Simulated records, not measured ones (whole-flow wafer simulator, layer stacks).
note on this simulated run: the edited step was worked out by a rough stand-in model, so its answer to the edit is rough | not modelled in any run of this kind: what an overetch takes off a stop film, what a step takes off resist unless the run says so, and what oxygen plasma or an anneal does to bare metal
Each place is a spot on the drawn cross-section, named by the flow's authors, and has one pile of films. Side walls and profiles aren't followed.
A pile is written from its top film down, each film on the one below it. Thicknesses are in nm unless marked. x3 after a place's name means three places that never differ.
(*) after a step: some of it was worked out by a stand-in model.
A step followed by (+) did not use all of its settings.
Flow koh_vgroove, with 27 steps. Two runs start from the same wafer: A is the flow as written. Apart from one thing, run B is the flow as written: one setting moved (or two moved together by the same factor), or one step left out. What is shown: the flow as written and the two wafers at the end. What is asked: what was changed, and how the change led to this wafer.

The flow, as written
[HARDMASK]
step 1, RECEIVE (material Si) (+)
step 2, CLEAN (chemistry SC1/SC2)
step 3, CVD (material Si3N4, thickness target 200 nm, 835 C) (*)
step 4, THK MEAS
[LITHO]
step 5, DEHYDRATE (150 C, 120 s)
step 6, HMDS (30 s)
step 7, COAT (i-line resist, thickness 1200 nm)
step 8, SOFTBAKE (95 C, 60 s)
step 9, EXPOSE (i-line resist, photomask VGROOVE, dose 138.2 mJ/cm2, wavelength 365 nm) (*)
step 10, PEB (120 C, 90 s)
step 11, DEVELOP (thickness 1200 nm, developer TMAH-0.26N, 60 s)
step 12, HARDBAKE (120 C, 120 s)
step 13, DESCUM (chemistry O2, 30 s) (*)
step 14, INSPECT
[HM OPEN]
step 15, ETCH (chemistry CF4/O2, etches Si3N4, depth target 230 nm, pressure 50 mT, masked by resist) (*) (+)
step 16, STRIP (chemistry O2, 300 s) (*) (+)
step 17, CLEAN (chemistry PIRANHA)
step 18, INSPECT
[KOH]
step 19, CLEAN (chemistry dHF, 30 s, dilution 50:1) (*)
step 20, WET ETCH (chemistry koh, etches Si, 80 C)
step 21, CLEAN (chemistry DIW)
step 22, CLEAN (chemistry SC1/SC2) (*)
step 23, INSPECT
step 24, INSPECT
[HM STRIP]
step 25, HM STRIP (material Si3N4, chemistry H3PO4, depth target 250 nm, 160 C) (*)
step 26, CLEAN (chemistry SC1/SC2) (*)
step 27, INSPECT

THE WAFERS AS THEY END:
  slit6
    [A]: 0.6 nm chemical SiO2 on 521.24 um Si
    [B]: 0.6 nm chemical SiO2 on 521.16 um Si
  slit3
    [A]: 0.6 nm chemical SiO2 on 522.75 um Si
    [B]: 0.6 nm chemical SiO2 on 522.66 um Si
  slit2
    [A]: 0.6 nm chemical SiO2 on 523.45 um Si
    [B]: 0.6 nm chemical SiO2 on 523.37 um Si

What caused this: step 15, ETCH: depth target 316 nm was run, whereas the flow has depth target 230 nm.

The path from the change to this, step by step:
  step 15, ETCH (chemistry CF4/O2, etches Si3N4, depth target 230 nm, pressure 50 mT, masked by resist) (*) (+)
      slit3, slit2, slit6, slit20: A -200 Si3N4 (all of it), -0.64 chemical SiO2 (all of it), -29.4 Si | B -200 Si3N4 (all of it), -0.64 chemical SiO2 (all of it), -115.4 Si
      field: A -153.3 i-line resist | B -210.7 i-line resist
  step 16, STRIP (chemistry O2, 300 s) (*) (+)
      field: A -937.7 i-line resist (all of it) | B -880.4 i-line resist (all of it)
